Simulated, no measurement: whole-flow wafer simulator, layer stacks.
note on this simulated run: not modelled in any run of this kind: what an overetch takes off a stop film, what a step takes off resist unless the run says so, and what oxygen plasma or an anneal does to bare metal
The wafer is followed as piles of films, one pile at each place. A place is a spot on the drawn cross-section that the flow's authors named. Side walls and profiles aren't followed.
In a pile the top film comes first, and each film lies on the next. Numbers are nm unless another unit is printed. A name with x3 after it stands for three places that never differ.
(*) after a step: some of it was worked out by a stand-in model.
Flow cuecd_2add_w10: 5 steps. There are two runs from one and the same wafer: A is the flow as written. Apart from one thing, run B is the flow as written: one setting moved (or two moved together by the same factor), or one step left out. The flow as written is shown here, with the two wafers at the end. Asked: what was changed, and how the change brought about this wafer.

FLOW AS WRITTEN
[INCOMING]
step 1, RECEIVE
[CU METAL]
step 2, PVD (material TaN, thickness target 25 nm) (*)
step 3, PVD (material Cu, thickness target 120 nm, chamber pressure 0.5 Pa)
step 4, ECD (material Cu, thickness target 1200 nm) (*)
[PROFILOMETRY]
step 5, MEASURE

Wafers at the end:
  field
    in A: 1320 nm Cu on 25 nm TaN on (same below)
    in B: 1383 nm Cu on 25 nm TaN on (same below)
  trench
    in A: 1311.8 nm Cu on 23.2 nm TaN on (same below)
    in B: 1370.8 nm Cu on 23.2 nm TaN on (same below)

Cause: step 3, PVD: thickness target 183 nm was run, while the flow as written has thickness target 120 nm.

Step by step, how the change led to this:
  step 3, PVD (material Cu, thickness target 120 nm, chamber pressure 0.5 Pa)
      field: A +120 Cu (new film) | B +183 Cu (new film)
      trench: A +111.8 Cu (new film) | B +170.8 Cu (new film)
